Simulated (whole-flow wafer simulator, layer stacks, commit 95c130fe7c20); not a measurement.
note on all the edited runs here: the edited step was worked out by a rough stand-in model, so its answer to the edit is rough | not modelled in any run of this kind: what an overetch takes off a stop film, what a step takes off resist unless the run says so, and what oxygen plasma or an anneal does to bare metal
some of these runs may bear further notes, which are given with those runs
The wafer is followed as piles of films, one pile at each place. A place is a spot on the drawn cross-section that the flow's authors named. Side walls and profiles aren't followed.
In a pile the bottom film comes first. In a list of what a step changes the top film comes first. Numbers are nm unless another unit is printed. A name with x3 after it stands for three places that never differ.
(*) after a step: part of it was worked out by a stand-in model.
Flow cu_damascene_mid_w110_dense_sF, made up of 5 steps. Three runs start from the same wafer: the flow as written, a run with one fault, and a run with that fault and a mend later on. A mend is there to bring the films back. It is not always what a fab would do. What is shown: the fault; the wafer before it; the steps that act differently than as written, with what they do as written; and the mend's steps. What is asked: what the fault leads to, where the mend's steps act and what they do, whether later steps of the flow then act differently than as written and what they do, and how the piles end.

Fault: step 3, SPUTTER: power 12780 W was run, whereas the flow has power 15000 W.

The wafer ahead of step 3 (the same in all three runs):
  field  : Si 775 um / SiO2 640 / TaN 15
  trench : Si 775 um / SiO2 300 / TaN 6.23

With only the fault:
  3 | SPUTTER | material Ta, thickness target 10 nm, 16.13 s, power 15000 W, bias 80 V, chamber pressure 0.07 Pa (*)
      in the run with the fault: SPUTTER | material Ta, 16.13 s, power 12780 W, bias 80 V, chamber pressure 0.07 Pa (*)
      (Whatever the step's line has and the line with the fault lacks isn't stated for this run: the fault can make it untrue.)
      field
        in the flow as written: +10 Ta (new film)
        in the run with the fault: +8.52 Ta (new film)
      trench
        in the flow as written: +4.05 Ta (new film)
        in the run with the fault: +3.34 Ta (new film)
  Later steps of the flow that are run all act as written at every place that is followed, up to a difference of at most 2% or 0.5 nm, whichever is larger.
  At field, trench, the piles at the end differ from the flow's by more than 2% or 0.5 nm, whichever is larger.
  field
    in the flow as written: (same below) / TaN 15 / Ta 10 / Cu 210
    in the run with the fault: (same below) / TaN 15 / Ta 8.52 / Cu 210
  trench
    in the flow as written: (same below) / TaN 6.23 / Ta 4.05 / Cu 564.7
    in the run with the fault: (same below) / TaN 6.23 / Ta 3.34 / Cu 563.9

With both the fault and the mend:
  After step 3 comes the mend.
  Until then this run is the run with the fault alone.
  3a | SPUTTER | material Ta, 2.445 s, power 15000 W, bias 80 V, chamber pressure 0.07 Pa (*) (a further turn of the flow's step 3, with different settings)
      field
        +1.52 Ta
      trench
        +0.6 Ta
  Later steps of the flow that are run all act as written at every place that is followed, up to a difference of at most 2% or 0.5 nm, whichever is larger.
  When the end is reached, the piles differ only a little from the flow's at the places that both follow, at most by 2% or 0.5 nm, whichever is larger.
